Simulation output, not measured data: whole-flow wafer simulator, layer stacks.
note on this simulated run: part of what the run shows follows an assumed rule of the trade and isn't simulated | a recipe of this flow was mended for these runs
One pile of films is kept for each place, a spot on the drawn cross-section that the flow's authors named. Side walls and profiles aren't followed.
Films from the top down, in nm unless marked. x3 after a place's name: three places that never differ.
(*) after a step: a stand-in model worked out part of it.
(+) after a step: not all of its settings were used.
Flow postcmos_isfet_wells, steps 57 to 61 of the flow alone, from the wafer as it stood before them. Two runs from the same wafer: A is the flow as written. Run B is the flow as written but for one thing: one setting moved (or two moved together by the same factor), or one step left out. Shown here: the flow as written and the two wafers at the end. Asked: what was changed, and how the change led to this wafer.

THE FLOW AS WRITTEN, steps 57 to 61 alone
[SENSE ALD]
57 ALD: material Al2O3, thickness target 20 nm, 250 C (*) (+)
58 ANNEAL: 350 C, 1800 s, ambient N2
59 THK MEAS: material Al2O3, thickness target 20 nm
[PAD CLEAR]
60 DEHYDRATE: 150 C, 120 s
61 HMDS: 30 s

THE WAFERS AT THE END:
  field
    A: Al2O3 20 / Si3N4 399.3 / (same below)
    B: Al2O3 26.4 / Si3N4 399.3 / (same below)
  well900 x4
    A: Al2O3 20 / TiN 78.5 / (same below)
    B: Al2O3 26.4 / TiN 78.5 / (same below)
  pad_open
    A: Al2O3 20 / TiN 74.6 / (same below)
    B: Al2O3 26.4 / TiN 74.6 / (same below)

The cause: step 57, ALD: thickness target 26.38 nm was run, where the flow has thickness target 20 nm.
It can be read off the wafer: field has Al2O3 26.4, and step 57 as written asks for 20 nm.

How the change led to this, step by step:
  57 ALD: material Al2O3, thickness target 20 nm, 250 C (*) (+)
      field, margin x3, well900 x4, pad_open: A Al2O3 +20 (new film) | B Al2O3 +26.4 (new film)
